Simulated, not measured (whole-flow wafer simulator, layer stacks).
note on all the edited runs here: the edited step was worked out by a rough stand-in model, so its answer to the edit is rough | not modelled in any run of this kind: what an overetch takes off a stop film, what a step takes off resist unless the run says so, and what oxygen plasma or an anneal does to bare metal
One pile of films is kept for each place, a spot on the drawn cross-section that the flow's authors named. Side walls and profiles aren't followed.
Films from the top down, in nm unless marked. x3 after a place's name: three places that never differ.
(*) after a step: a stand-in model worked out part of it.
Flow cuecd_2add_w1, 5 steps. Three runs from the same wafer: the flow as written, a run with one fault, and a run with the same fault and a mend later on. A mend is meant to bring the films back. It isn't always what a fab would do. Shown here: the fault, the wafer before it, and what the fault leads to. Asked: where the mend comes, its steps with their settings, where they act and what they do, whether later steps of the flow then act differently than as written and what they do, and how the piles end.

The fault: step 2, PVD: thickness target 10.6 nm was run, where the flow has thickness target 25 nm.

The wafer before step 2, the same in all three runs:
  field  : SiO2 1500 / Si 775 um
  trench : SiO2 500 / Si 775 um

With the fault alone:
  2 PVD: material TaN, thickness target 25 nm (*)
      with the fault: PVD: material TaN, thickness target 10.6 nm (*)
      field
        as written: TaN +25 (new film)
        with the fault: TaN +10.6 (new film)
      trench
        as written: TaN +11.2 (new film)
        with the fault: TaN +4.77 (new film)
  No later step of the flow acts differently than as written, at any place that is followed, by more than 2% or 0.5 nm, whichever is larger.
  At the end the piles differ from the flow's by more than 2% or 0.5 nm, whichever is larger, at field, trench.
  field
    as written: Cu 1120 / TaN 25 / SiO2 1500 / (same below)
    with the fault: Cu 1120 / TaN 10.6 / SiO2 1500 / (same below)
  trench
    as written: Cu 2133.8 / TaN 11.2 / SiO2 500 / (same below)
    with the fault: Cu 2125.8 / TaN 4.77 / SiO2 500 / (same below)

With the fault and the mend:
  The mend comes after step 2.
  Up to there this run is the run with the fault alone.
  2a PVD: material TaN, thickness target 14.4 nm (*) (the flow's step 2 once more, with other settings)
      field
        TaN +14.4
      trench
        TaN +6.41
  No later step of the flow acts differently than as written at any place that is followed.
  At the end the piles are the same as the flow's at every place that both follow.
